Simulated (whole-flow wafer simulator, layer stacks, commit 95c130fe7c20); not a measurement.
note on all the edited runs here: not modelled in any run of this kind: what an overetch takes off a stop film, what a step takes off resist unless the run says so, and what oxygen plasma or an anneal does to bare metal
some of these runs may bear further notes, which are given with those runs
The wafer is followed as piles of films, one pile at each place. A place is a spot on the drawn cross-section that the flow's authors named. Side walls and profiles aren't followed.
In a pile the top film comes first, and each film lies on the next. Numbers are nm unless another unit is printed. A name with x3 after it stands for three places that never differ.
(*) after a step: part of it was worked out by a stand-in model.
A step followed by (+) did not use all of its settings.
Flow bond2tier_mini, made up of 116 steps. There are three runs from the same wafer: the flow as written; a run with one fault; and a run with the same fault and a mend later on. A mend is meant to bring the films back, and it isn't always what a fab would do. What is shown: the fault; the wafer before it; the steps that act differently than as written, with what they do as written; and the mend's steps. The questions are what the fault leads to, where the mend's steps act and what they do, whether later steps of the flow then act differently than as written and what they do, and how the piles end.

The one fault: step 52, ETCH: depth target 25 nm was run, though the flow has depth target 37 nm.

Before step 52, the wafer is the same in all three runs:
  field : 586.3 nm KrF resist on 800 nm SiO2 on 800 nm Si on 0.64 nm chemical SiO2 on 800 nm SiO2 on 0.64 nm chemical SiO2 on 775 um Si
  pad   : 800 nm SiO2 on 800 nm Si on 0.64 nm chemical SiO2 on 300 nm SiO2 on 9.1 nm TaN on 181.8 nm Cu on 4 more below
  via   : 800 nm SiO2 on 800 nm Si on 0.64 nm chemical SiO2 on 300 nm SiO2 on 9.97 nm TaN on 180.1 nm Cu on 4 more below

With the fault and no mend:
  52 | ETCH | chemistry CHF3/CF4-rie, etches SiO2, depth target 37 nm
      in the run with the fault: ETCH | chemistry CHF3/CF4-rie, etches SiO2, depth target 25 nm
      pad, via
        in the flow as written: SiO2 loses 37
        in the run with the fault: SiO2 loses 25
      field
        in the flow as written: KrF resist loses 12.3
        in the run with the fault: KrF resist loses 8.33
  None of the later steps of the flow differs from how it acts as written, at any place that is followed, by more than 2% or 0.5 nm, whichever is larger.
  At pad, the piles at the end differ from the flow's by more than 2% or 0.5 nm, whichever is larger.
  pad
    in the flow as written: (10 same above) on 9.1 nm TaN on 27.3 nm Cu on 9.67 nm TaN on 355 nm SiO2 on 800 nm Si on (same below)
    in the run with the fault: (10 same above) on 9.1 nm TaN on 15.2 nm Cu on 9.78 nm TaN on 367 nm SiO2 on 800 nm Si on (same below)

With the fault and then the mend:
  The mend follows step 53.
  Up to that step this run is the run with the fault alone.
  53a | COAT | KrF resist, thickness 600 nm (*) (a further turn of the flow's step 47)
      field
        KrF resist gains 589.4 (new film)
      pad
        KrF resist gains 611.1 (new film)
      via
        KrF resist gains 609.7 (new film)
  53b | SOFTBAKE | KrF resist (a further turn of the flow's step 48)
      leaves every film unchanged at each place that is followed
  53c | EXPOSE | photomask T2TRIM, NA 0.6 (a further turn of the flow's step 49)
      leaves every film unchanged at each place that is followed
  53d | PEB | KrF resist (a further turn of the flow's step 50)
      leaves every film unchanged at each place that is followed
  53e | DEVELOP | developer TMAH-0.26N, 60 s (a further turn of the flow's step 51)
      field
        KrF resist loses 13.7
      pad
        KrF resist loses 611.1 (all of it)
      via
        KrF resist loses 609.7 (all of it)
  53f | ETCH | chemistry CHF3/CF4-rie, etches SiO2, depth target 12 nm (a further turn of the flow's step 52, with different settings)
      pad, via
        SiO2 loses 12
      field
        KrF resist loses 4
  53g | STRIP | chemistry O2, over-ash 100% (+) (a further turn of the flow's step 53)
      field
        KrF resist loses 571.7 (all of it)
  None of the later steps of the flow acts differently than as written at any place that is followed.
  By the end, the piles equal the flow's at every place that both follow.
